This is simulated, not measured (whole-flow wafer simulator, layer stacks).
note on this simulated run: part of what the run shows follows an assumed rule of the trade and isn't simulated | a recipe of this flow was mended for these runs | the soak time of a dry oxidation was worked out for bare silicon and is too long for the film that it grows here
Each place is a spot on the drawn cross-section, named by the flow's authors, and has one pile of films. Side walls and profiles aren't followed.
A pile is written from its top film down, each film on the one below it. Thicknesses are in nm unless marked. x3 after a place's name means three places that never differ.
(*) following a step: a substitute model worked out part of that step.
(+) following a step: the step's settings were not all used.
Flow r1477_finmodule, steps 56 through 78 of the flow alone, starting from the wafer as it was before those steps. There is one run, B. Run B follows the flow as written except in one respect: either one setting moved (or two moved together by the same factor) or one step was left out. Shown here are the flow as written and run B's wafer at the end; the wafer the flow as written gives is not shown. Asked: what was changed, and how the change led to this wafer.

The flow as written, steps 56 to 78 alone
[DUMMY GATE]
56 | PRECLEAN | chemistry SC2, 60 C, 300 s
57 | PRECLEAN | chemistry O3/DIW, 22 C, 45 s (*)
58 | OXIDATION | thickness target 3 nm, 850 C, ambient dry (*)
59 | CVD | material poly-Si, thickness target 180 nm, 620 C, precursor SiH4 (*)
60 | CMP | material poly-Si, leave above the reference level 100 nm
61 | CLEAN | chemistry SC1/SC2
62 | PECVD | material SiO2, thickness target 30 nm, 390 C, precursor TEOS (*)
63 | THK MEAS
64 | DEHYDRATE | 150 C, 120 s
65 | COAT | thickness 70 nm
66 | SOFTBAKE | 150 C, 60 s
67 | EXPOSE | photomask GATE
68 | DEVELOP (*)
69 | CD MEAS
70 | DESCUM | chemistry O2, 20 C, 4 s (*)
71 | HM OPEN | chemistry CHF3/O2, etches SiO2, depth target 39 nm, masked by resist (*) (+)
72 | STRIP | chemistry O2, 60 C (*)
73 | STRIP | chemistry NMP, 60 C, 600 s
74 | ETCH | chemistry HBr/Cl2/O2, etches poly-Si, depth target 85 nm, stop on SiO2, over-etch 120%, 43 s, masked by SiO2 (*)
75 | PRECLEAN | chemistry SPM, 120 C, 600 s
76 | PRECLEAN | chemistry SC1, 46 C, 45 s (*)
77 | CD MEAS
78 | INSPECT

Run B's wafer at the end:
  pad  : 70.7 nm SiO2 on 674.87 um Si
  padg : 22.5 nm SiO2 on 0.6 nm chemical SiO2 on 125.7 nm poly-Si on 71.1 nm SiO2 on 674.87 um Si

Cause: step 59, CVD: thickness target 126 nm was run, though the flow has thickness target 180 nm.

How this came from the change, step by step:
  59 | CVD | material poly-Si, thickness target 180 nm, 620 C, precursor SiH4 (*)
      esg x6, s40cg x3, eso x6, s40co x3: poly-Si gains 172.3 (new film) (as written it would have been: poly-Si gains 226.3 (new film))
      pad, padg, elg x7, elo x7: poly-Si gains 126 (new film) (as written it would have been: poly-Si gains 180 (new film))
      (as well as at 2 more places)
  60 | CMP | material poly-Si, leave above the reference level 100 nm
      pad, padg: nothing (as written it would have been: poly-Si loses 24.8)
      elg x7, esg x6, s40cg x3, elo x7, eso x6, s40co x3: poly-Si loses 26 (as written it would have been: poly-Si loses 80)
      (as well as at 2 more places)
  74 | ETCH | chemistry HBr/Cl2/O2, etches poly-Si, depth target 85 nm, stop on SiO2, over-etch 120%, 43 s, masked by SiO2 (*)
      pad: chemical SiO2 loses 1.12 (all of it), poly-Si loses 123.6 (all of it), SiO2 loses 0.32 (as written it would have been: chemical SiO2 loses 1.12 (all of it), poly-Si loses 152.8 (all of it), SiO2 loses 0.17)
